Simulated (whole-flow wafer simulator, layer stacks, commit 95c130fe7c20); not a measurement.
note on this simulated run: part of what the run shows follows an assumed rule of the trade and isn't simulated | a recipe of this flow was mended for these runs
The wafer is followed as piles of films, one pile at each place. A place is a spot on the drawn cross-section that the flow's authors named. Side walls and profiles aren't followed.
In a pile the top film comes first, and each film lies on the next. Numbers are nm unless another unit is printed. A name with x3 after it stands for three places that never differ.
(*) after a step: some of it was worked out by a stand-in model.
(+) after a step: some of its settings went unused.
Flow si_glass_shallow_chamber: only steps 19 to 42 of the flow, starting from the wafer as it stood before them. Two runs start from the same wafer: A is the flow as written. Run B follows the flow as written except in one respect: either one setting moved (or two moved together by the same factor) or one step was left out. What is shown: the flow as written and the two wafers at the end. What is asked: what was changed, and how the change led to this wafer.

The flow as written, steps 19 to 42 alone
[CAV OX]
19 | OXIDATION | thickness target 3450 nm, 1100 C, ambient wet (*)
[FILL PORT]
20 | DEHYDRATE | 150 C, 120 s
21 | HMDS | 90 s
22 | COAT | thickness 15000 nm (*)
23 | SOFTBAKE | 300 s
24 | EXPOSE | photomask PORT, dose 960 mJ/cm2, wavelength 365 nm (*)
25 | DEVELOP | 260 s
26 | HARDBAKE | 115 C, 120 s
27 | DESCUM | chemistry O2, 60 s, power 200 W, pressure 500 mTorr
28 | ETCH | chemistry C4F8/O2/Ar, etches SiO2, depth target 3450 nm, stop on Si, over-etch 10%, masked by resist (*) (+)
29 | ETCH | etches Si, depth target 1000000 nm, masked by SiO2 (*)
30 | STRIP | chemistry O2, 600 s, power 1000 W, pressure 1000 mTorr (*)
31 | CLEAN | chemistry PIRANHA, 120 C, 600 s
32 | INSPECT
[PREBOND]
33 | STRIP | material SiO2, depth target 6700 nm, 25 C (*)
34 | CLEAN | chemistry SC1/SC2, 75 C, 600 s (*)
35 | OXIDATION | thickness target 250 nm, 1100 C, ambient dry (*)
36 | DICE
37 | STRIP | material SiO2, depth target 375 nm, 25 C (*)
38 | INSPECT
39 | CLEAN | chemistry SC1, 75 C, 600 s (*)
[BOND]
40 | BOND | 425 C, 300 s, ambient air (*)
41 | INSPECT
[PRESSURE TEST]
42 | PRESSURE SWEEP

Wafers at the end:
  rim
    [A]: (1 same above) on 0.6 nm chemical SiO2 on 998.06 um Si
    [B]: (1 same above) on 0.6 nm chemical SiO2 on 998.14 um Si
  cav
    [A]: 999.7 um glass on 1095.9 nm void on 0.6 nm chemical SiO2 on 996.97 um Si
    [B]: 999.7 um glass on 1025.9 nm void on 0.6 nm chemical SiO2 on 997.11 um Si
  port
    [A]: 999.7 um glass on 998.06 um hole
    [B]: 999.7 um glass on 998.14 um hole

What caused this: step 19, OXIDATION: 1065 C was run, though the flow has 1100 C.

How this came from the change, step by step:
  19 | OXIDATION | thickness target 3450 nm, 1100 C, ambient wet (*)
      rim, ramp, septum, ring: A +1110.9 SiO2, -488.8 Si | B +943 SiO2, -414.9 Si
      cav, port: A +3450 SiO2 (new film), -0.6 chemical SiO2 (all of it), -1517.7 Si | B +3122.9 SiO2 (new film), -0.6 chemical SiO2 (all of it), -1373.8 Si
  22 | COAT | thickness 15000 nm (*)
      rim: A +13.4 um thick-i-line-resist (new film) | B +13.37 um thick-i-line-resist (new film)
      ramp: A +12.89 um thick-i-line-resist (new film) | B +12.84 um thick-i-line-resist (new film)
      (also at 2 further places)
  23 | SOFTBAKE | 300 s
      rim: A -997 thick-i-line-resist | B -1022.1 thick-i-line-resist
      ramp: A -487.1 thick-i-line-resist | B -500.4 thick-i-line-resist
      (also at 4 further places)
  25 | DEVELOP | 260 s
      port: A -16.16 um thick-i-line-resist (all of it) | B -16.18 um thick-i-line-resist (all of it)
  28 | ETCH | chemistry C4F8/O2/Ar, etches SiO2, depth target 3450 nm, stop on Si, over-etch 10%, masked by resist (*) (+)
      rim, ramp, cav, septum, ring: A -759 thick-i-line-resist | B -687 thick-i-line-resist
      port: A -3450 SiO2 (all of it), -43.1 Si | B -3122.9 SiO2 (all of it), -84 Si
  29 | ETCH | etches Si, depth target 1000000 nm, masked by SiO2 (*)
      rim, ramp: A -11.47 um thick-i-line-resist (all of it), -1617.3 SiO2 | B -11.49 um thick-i-line-resist (all of it), -1611.4 SiO2
      port: A +997.05 um hole (new film), -997.05 um Si (all of it) | B +997.15 um hole (new film), -997.15 um Si (all of it)
      (also at 2 further places)
  30 | STRIP | chemistry O2, 600 s, power 1000 W, pressure 1000 mTorr (*)
      cav: A -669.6 thick-i-line-resist (all of it) | B -768.6 thick-i-line-resist (all of it)
  33 | STRIP | material SiO2, depth target 6700 nm, 25 C (*)
      rim, ramp: A -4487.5 SiO2 (all of it) | B -4325.5 SiO2 (all of it)
      cav: A -3450 SiO2 (all of it) | B -3122.9 SiO2 (all of it)
      (also at 2 further places)
  40 | BOND | 425 C, 300 s, ambient air (*)
      cav: A +999.7 um glass (new film), +1095.9 void (new film) | B +999.7 um glass (new film), +1025.9 void (new film)
      port: A +999.7 um glass (new film), +1017.3 hole | B +999.7 um glass (new film), +988.1 hole
